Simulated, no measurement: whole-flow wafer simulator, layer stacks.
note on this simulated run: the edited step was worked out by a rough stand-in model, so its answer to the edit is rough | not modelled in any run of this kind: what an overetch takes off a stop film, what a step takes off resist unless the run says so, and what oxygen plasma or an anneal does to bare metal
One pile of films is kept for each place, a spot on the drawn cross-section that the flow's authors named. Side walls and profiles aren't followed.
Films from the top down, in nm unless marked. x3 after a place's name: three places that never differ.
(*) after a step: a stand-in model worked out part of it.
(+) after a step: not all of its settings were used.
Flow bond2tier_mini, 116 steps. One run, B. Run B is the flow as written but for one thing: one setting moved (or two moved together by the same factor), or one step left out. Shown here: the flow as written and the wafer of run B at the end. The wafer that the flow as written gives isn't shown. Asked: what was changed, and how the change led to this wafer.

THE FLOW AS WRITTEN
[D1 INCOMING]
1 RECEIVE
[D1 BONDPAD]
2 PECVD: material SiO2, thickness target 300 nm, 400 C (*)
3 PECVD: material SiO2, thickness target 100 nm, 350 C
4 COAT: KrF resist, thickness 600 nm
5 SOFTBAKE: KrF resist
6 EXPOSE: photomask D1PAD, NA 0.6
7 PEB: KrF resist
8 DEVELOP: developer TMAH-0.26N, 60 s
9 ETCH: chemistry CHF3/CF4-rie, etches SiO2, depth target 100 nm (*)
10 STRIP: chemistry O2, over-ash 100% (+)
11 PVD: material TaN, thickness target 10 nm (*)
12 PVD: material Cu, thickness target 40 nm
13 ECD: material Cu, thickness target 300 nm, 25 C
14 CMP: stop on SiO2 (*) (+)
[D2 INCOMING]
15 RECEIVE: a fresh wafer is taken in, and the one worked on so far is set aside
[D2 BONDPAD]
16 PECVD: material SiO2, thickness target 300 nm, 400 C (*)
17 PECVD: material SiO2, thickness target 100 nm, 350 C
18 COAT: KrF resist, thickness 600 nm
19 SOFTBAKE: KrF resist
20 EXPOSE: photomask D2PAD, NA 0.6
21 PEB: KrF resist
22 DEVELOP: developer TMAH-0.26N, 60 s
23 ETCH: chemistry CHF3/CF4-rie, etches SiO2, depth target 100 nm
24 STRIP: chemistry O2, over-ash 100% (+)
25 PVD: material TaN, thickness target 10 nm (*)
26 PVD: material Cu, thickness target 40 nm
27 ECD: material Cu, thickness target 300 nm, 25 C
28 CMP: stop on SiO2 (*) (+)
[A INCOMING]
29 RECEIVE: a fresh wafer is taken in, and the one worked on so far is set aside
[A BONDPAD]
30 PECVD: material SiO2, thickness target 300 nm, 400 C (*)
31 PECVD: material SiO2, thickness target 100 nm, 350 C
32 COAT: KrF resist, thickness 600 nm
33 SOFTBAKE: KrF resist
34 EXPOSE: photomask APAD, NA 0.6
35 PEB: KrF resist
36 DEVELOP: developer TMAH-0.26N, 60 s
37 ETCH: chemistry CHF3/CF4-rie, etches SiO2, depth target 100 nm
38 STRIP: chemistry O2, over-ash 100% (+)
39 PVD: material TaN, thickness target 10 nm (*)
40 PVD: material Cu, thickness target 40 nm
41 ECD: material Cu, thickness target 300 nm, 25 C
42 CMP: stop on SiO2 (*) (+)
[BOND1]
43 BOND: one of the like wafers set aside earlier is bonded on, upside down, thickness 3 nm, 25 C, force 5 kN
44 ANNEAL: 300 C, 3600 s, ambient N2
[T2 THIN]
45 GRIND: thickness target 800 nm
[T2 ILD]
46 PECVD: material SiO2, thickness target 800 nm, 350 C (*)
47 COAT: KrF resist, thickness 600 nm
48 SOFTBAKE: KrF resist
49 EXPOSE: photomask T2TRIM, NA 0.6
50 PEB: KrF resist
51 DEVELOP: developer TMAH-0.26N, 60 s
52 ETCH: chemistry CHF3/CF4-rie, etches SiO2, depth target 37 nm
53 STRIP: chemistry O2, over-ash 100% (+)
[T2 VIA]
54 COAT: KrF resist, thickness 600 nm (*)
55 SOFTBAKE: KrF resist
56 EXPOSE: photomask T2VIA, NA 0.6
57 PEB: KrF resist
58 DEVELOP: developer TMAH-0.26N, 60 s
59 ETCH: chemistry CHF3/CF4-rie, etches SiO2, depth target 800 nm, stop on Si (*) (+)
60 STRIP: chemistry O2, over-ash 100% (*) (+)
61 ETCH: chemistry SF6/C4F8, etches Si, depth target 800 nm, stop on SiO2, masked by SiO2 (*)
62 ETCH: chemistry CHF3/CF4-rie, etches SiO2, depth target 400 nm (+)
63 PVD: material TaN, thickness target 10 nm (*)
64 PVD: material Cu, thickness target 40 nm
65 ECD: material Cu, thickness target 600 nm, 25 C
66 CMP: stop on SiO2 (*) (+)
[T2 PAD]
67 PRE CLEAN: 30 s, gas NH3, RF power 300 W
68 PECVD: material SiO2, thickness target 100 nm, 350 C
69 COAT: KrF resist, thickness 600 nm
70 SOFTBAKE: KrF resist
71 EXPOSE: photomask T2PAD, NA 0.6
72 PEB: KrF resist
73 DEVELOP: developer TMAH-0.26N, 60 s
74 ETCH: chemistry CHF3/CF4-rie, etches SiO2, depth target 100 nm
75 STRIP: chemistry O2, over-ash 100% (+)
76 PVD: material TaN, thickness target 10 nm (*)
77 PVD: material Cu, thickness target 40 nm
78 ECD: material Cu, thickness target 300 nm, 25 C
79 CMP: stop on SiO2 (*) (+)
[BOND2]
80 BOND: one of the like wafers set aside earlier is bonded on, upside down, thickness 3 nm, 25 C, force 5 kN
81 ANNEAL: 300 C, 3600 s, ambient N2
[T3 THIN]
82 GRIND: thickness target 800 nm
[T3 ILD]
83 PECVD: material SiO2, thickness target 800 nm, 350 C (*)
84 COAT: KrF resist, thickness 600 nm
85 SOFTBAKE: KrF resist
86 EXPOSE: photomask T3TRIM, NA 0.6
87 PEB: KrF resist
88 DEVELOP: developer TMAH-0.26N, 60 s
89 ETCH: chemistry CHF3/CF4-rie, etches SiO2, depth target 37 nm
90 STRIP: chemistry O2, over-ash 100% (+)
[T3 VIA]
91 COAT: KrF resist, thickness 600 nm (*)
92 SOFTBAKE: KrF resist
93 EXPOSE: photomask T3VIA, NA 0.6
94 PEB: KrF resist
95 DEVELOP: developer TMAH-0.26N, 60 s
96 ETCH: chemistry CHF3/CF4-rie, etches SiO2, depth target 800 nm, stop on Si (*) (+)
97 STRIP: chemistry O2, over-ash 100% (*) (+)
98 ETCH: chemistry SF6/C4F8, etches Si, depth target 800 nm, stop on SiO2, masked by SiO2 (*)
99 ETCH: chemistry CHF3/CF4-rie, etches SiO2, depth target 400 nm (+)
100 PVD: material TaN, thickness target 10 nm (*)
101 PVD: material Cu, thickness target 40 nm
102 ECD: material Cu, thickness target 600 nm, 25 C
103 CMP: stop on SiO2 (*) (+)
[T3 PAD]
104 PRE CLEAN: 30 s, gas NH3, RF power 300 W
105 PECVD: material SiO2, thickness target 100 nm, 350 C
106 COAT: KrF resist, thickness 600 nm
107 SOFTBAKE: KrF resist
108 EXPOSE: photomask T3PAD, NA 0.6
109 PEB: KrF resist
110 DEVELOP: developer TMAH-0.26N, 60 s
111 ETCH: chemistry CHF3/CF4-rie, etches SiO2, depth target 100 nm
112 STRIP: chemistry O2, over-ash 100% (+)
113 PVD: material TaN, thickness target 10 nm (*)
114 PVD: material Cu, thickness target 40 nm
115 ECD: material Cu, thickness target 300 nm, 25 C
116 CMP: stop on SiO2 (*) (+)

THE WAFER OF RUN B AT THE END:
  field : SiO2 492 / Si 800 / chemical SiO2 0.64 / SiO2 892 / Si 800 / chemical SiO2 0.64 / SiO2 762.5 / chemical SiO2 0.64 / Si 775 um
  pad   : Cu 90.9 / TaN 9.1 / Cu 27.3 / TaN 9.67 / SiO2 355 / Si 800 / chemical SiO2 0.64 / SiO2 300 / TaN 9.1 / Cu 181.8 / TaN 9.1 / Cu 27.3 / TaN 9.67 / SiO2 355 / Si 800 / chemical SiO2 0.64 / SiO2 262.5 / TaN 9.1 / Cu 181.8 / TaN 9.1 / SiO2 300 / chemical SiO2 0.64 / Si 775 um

The cause: step 2, PECVD: thickness target 262.5 nm was run, where the flow has thickness target 300 nm.
It can be read off the wafer: pad has SiO2 262.5, and step 2 as written asks for 300 nm.

How the change led to this, step by step:
  2 PECVD: material SiO2, thickness target 300 nm, 400 C (*)
      field, pad, via: SiO2 +262.5 (new film) (as written it would be: SiO2 +300 (new film))
  43 BOND: one of the like wafers set aside earlier is bonded on, upside down, thickness 3 nm, 25 C, force 5 kN
      field: Si +775 um (new film), chemical SiO2 +0.64 (new film), SiO2 +362.5 (as written it would be: Si +775 um (new film), chemical SiO2 +0.64 (new film), SiO2 +400)
      pad: Si +775 um (new film), chemical SiO2 +0.64 (new film), SiO2 +262.5 (new film), TaN +9.1 (new film), Cu +90.9 (as written it would be: Si +775 um (new film), chemical SiO2 +0.64 (new film), SiO2 +300 (new film), TaN +9.1 (new film), Cu +90.9)
      (and at 1 more place)
